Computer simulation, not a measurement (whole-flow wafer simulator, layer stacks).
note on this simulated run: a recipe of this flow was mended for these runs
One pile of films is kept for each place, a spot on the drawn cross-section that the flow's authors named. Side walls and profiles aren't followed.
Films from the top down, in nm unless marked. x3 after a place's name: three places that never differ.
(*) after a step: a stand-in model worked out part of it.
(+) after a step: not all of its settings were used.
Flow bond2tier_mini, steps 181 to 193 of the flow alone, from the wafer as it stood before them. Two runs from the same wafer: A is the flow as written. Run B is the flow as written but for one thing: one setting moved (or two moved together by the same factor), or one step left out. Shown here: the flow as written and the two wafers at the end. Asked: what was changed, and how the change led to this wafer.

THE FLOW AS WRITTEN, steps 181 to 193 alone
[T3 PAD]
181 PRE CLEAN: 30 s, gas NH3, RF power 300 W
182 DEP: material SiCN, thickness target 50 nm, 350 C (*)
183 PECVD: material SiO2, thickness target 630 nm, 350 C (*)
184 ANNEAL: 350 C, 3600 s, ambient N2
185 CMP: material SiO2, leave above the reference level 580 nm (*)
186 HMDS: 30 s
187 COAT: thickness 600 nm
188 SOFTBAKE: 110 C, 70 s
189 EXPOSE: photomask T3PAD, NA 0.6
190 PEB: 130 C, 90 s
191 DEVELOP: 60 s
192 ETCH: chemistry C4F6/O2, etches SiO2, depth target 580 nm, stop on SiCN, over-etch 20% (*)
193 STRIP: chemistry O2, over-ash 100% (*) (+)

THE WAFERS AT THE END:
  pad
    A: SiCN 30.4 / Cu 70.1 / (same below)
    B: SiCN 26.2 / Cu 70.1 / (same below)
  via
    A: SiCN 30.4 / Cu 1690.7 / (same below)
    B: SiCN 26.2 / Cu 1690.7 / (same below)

The cause: step 192, ETCH: over-etch 24.3% was run, where the flow has over-etch 20%.

How the change led to this, step by step:
  192 ETCH: chemistry C4F6/O2, etches SiO2, depth target 580 nm, stop on SiCN, over-etch 20% (*)
      pad, via: A SiO2 -580 (all of it), SiCN -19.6 | B SiO2 -580 (all of it), SiCN -23.8
      field: A thick-KrF-resist -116 | B thick-KrF-resist -120.2
